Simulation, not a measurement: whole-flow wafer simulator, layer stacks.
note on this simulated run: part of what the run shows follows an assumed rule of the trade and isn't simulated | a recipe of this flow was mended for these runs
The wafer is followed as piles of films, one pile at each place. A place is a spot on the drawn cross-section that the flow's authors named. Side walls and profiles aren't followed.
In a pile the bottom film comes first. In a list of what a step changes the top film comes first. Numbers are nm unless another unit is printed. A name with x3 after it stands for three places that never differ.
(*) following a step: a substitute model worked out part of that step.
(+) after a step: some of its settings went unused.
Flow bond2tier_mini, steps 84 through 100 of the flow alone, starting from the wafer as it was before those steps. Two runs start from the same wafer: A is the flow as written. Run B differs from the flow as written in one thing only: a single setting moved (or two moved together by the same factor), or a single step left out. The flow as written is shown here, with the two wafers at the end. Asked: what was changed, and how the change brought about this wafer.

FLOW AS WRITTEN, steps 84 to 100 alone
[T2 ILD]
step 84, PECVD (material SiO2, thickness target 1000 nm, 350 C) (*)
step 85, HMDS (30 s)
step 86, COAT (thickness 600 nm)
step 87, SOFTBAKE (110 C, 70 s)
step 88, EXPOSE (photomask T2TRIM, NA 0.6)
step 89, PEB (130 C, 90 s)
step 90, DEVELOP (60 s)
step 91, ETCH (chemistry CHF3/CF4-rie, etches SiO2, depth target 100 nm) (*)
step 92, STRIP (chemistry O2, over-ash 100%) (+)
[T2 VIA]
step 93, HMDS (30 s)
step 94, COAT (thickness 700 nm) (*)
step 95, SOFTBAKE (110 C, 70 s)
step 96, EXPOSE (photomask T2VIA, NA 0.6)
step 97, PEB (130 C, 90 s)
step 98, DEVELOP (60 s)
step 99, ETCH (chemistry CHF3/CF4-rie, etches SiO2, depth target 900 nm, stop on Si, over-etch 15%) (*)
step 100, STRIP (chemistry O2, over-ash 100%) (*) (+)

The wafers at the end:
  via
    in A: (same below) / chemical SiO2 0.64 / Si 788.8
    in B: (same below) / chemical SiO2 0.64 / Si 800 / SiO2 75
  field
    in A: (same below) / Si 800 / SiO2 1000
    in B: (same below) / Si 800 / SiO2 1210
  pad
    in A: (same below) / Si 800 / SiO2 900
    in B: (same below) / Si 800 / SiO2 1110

Cause: step 84, PECVD: thickness target 1210 nm was run, though the flow has thickness target 1000 nm.
One can read it off the wafer: field has SiO2 1210, and step 84 as written asks for 1000 nm.

Step by step, how the change led to this:
  step 84, PECVD (material SiO2, thickness target 1000 nm, 350 C) (*)
      field, pad, via: A +1000 SiO2 (new film) | B +1210 SiO2 (new film)
  step 99, ETCH (chemistry CHF3/CF4-rie, etches SiO2, depth target 900 nm, stop on Si, over-etch 15%) (*)
      via: A -900 SiO2 (all of it), -11.2 Si | B -1035 SiO2
